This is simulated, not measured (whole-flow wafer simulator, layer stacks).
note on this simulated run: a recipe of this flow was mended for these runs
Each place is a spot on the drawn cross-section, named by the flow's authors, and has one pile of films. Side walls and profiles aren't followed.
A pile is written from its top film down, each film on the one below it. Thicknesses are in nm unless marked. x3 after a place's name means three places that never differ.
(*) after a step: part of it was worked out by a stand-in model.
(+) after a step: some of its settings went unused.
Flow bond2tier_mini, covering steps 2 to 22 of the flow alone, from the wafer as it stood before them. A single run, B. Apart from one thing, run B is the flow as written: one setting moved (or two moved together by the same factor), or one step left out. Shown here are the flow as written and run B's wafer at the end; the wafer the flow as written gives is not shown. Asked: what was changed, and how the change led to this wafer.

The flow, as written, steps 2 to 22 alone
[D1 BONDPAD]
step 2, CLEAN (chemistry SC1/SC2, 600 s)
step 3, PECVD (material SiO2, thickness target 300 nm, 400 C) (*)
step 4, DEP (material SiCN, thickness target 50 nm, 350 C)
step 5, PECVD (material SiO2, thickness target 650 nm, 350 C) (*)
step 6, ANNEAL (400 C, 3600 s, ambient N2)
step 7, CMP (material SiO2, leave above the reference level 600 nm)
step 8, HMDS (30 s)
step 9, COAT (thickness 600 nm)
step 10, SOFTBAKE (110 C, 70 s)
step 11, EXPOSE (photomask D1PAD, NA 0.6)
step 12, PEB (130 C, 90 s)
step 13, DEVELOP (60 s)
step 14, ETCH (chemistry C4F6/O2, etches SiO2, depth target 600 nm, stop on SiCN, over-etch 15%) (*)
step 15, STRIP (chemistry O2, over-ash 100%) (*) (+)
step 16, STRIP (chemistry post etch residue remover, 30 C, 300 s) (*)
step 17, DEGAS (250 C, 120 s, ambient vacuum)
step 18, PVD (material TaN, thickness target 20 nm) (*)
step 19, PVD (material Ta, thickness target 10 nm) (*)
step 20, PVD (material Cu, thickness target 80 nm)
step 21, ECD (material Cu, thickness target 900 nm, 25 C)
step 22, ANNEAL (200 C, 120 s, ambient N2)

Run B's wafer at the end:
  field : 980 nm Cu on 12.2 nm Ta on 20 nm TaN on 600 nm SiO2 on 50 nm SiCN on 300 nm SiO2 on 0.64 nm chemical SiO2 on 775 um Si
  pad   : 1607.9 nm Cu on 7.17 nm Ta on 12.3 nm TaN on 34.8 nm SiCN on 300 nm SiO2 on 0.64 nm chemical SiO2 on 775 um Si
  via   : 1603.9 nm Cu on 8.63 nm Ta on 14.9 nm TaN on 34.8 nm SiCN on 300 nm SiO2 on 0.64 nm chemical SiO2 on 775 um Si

Cause: step 19, PVD: thickness target 12.2 nm was run, whereas the flow has thickness target 10 nm.
One can read it off the wafer: field has Ta 12.2, and step 19 as written asks for 10 nm.

Step by step, how the change led to this:
  step 19, PVD (material Ta, thickness target 10 nm) (*)
      field: Ta gains 12.2 (new film) (as written it would have been: Ta gains 10 (new film))
      pad: Ta gains 7.17 (new film) (as written it would have been: Ta gains 5.88 (new film))
      (also at 1 further place)
